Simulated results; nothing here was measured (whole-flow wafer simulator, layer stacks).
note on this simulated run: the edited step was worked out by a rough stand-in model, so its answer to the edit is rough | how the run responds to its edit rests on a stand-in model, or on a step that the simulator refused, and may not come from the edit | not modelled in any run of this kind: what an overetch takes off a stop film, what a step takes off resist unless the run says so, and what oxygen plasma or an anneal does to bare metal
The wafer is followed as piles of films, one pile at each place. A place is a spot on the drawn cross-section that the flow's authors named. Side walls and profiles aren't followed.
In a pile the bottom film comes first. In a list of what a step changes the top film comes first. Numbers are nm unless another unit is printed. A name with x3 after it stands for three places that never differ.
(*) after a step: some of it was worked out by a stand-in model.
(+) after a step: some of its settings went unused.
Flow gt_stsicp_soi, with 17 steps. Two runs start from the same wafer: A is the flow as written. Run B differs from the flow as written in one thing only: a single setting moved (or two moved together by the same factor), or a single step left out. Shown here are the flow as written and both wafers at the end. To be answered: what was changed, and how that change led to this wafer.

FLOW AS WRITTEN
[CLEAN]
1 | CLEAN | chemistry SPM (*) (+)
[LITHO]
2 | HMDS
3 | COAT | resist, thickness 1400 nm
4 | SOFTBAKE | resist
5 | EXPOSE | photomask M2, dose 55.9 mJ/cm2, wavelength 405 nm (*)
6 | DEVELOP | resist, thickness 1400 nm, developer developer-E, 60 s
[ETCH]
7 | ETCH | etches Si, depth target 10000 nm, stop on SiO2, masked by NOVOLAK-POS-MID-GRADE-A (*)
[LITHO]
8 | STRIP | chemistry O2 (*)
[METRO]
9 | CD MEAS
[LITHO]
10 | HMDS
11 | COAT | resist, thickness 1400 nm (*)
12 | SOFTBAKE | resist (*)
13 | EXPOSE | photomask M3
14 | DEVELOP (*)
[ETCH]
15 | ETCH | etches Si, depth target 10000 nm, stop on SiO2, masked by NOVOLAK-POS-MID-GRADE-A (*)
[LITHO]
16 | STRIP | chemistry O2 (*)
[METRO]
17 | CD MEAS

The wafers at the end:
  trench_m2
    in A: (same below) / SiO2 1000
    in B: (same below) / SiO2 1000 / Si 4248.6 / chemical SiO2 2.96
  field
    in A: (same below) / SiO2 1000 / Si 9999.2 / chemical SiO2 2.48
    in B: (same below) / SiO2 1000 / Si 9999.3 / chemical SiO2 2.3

Cause: step 7, ETCH: depth target 5750 nm was run, whereas the flow has depth target 10000 nm.

Step by step, how the change led to this:
  7 | ETCH | etches Si, depth target 10000 nm, stop on SiO2, masked by NOVOLAK-POS-MID-GRADE-A (*)
      trench_m2: A chemical SiO2 loses 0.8 (all of it), Si loses 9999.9 (all of it) | B chemical SiO2 loses 0.8 (all of it), Si loses 5750
      field, trench_m3: A resist loses 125 | B resist loses 71.9
  8 | STRIP | chemistry O2 (*)
      trench_m2: A nothing | B chemical SiO2 gains 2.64 (new film), Si loses 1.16
      field, trench_m3: A resist loses 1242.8 (all of it), chemical SiO2 gains 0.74, Si loses 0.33 | B resist loses 1296 (all of it), chemical SiO2 gains 0.75, Si loses 0.33
  11 | COAT | resist, thickness 1400 nm (*)
      field: A resist gains 1332.8 (new film) | B resist gains 1361.1 (new film)
      trench_m2: A resist gains 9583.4 (new film) | B resist gains 6176.9 (new film)
      (and at 1 other place as well)
  12 | SOFTBAKE | resist (*)
      trench_m2: A nothing | B resist gains 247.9
      trench_m3: A nothing | B resist gains 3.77
  14 | DEVELOP (*)
      trench_m3: A resist loses 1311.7 (all of it) | B resist loses 1352.8 (all of it)
  16 | STRIP | chemistry O2 (*)
      trench_m2: A resist loses 9458.4 (all of it) | B resist loses 6299.8 (all of it), chemical SiO2 gains 0.32, Si loses 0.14
      field: A resist loses 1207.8 (all of it), chemical SiO2 gains 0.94, Si loses 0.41 | B resist loses 1236.6 (all of it), chemical SiO2 gains 0.75, Si loses 0.33
